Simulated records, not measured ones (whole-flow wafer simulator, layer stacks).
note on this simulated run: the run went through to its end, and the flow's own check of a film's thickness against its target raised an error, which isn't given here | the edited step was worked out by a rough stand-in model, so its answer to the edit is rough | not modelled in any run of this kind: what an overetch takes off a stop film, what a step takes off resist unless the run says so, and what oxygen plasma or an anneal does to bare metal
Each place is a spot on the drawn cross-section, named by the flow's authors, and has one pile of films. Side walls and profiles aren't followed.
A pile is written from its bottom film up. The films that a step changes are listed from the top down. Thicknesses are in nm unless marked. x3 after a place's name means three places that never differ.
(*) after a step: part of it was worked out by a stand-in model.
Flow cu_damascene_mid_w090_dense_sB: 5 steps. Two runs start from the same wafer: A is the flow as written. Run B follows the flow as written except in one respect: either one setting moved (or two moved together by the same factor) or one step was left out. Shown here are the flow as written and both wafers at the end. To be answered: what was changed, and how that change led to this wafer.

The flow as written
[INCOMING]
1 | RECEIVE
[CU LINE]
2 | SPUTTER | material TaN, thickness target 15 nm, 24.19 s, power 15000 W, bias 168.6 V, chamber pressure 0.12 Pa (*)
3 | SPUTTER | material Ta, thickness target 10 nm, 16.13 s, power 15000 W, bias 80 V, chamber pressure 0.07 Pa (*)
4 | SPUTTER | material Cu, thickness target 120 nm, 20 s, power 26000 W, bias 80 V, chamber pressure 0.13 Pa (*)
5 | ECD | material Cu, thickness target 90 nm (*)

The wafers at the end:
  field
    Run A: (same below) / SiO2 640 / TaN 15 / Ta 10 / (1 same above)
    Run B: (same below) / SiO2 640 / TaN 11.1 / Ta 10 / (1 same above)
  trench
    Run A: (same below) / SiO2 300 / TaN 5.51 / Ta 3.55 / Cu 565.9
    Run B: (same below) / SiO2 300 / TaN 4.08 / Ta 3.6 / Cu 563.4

Cause: step 2, SPUTTER: power 11120 W was run, whereas the flow has power 15000 W.

How this came from the change, step by step:
  2 | SPUTTER | material TaN, thickness target 15 nm, 24.19 s, power 15000 W, bias 168.6 V, chamber pressure 0.12 Pa (*)
      field: A +15 TaN (new film) | B +11.1 TaN (new film)
      trench: A +5.51 TaN (new film) | B +4.08 TaN (new film)
